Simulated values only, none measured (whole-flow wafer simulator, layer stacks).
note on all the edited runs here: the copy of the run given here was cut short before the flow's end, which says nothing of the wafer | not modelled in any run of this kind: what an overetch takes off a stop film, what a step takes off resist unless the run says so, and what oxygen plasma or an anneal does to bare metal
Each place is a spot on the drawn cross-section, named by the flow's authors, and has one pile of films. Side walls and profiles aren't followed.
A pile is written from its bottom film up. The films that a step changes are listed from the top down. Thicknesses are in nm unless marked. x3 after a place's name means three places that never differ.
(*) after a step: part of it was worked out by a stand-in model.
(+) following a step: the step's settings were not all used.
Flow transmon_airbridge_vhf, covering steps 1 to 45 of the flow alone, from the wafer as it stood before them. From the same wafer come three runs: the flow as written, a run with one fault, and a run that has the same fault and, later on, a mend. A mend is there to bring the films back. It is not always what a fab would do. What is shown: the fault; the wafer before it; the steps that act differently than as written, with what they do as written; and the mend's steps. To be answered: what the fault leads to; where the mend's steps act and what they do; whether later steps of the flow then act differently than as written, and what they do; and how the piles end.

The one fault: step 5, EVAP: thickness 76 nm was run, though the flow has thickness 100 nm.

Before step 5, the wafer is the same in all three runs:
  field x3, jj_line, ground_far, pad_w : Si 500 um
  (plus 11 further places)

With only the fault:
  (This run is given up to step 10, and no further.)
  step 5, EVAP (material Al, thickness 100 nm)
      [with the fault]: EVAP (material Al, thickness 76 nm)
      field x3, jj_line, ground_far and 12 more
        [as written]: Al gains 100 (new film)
        [with the fault]: Al gains 76 (new film)
  Later steps of the flow up to step 10 that are run all act as written at every place that is followed.
  After step 10, at field x3, jj_line, ground_far and 12 more, the piles differ from the flow's by more than 2% or 0.5 nm, whichever is larger.
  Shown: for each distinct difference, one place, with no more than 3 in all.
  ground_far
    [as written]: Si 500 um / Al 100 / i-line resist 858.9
    [with the fault]: Si 500 um / Al 76 / i-line resist 858.9
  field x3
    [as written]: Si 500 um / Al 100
    [with the fault]: Si 500 um / Al 76

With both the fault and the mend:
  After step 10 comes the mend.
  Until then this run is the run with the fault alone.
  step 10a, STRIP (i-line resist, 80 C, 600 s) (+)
      ground_far, pad_w, flank_w and 8 more
        i-line resist loses 858.9 (all of it)
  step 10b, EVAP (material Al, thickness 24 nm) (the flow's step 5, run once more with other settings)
      field x3, jj_line, ground_far and 12 more
        Al gains 24
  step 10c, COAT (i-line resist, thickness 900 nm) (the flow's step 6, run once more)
      field x3, jj_line, ground_far and 12 more
        i-line resist gains 900 (new film)
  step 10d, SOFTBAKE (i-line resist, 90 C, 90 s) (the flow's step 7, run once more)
      leaves every film unchanged at each place that is followed
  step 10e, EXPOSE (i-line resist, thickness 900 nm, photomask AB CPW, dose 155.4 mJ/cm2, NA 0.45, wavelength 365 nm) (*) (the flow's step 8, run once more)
      leaves every film unchanged at each place that is followed
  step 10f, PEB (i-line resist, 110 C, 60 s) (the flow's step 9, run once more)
      field x3, jj_line, ground_far and 12 more
        i-line resist loses 41
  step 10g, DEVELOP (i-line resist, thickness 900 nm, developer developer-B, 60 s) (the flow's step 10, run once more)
      ground_far, pad_w, flank_w and 8 more
        i-line resist loses 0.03
      field x3, jj_line, gap_w, gap_e
        i-line resist loses 859 (all of it)
  Later steps of the flow that are run all act as written at every place that is followed.
  By the end, the piles equal the flow's at every place that both follow.
